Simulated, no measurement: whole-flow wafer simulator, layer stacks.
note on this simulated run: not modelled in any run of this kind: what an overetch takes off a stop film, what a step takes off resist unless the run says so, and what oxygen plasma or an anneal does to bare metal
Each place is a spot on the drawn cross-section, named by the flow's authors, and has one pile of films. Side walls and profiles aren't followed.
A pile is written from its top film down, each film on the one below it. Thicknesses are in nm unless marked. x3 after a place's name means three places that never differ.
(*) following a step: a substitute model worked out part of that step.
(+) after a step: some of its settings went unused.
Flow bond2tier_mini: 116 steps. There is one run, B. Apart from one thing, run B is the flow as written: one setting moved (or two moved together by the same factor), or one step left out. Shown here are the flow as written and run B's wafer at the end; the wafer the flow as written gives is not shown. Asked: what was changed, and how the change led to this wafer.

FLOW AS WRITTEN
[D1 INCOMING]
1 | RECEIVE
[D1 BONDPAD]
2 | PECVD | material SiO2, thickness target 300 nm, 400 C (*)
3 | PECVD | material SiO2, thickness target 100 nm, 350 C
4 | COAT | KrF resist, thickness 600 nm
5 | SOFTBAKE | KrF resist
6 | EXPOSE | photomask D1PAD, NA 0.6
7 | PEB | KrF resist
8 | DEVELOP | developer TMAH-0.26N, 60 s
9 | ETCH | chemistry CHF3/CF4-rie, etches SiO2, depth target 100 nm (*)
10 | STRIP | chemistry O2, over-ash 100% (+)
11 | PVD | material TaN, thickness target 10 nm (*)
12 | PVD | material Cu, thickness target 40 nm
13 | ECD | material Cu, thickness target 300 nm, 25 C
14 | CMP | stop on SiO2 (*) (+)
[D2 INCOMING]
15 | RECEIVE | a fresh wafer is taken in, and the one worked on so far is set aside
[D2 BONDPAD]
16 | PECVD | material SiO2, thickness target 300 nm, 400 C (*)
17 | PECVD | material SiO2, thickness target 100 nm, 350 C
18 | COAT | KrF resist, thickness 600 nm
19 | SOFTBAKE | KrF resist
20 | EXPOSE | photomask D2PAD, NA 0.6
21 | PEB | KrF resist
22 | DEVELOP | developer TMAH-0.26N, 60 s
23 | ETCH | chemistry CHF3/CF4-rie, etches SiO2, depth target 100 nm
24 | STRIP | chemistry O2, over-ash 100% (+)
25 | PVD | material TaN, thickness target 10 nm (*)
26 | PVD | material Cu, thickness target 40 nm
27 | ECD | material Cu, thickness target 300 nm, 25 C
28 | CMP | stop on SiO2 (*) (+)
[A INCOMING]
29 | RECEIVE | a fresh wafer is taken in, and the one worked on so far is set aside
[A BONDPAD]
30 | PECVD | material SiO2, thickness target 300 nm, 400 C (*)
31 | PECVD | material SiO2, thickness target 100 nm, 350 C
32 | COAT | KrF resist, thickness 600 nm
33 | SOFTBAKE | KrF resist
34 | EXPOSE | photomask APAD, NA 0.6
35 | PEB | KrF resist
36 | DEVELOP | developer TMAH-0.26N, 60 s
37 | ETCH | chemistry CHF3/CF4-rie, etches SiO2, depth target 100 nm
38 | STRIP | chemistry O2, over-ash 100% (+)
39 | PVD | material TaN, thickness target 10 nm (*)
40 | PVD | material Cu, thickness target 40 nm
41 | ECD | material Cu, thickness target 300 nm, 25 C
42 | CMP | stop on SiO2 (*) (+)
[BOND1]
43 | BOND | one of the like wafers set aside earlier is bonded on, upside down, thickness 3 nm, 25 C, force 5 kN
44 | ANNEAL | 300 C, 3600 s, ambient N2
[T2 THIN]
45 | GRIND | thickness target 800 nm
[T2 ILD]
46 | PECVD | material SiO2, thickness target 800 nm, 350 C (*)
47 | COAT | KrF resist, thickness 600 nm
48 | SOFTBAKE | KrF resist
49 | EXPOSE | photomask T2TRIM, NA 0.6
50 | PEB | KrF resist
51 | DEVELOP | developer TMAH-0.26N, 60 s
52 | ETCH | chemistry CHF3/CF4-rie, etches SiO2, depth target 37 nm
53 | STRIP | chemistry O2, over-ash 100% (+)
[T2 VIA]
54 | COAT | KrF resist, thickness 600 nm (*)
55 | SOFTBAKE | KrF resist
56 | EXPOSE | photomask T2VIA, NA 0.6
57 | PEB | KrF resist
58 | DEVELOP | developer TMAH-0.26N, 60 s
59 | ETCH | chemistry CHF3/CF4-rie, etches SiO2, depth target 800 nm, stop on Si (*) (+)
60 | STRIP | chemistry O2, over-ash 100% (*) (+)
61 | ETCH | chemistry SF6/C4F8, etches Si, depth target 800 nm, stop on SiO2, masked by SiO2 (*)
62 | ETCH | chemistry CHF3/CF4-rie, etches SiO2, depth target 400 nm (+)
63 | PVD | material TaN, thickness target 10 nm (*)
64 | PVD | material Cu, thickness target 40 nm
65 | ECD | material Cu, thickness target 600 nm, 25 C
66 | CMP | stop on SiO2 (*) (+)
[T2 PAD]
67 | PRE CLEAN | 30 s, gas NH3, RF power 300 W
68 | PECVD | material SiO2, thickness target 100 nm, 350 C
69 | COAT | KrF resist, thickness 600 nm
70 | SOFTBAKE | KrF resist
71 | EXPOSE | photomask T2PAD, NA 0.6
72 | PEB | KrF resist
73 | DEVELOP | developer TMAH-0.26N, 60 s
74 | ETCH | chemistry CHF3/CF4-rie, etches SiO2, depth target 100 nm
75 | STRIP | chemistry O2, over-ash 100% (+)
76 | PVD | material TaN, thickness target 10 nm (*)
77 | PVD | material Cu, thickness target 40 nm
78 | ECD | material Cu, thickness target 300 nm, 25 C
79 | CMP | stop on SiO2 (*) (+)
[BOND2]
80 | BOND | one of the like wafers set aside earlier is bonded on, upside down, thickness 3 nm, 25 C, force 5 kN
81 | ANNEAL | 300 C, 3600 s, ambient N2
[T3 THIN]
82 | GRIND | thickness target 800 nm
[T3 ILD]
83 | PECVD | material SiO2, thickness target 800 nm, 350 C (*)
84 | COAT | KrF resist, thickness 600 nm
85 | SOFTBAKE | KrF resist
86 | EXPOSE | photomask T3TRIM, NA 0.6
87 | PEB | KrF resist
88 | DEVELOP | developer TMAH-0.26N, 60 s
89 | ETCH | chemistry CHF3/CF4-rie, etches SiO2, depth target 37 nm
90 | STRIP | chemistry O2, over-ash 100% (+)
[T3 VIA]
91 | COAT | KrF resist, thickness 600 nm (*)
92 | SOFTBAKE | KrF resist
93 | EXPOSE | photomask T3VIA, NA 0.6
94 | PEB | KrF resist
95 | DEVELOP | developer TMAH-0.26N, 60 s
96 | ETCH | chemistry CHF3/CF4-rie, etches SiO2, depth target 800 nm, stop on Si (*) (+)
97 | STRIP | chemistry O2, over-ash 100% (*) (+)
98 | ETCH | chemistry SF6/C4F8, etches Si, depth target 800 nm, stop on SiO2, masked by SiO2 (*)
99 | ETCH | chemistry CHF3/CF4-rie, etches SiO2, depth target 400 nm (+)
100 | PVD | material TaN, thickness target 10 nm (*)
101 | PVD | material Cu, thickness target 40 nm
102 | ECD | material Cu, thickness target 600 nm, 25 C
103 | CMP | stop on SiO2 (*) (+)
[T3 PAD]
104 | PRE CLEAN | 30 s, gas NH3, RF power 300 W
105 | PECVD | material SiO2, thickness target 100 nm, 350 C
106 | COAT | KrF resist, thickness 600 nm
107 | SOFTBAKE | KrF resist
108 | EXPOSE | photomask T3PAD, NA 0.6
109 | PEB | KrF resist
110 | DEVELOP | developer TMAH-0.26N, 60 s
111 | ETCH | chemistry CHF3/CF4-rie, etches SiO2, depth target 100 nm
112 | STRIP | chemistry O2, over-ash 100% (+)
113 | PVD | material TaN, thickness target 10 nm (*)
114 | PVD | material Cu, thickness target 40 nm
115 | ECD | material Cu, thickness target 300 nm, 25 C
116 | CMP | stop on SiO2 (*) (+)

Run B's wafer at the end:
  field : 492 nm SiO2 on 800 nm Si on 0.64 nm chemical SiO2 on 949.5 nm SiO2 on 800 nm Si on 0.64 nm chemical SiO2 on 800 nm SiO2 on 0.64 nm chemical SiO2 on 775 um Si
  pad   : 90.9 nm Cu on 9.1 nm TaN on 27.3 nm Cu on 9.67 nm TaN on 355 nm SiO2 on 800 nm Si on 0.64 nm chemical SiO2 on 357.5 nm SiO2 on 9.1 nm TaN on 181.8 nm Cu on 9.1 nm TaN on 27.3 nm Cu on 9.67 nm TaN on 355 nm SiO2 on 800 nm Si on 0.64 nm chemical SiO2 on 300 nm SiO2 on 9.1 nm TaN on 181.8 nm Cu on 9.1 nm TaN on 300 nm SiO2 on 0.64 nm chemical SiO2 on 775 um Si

Cause: step 17, PECVD: thickness target 157.5 nm was run, though the flow has thickness target 100 nm.

The path from the change to this, step by step:
  17 | PECVD | material SiO2, thickness target 100 nm, 350 C
      field, pad, via: +157.5 SiO2 (in the flow as written it would be: +100 SiO2)
  80 | BOND | one of the like wafers set aside earlier is bonded on, upside down, thickness 3 nm, 25 C, force 5 kN
      field: +775 um Si (new film), +0.64 chemical SiO2 (new film), +457.5 SiO2 (in the flow as written it would be: +775 um Si (new film), +0.64 chemical SiO2 (new film), +400 SiO2)
      pad: +775 um Si (new film), +0.64 chemical SiO2 (new film), +357.5 SiO2 (new film), +9.1 TaN (new film), +90.9 Cu (in the flow as written it would be: +775 um Si (new film), +0.64 chemical SiO2 (new film), +300 SiO2 (new film), +9.1 TaN (new film), +90.9 Cu)
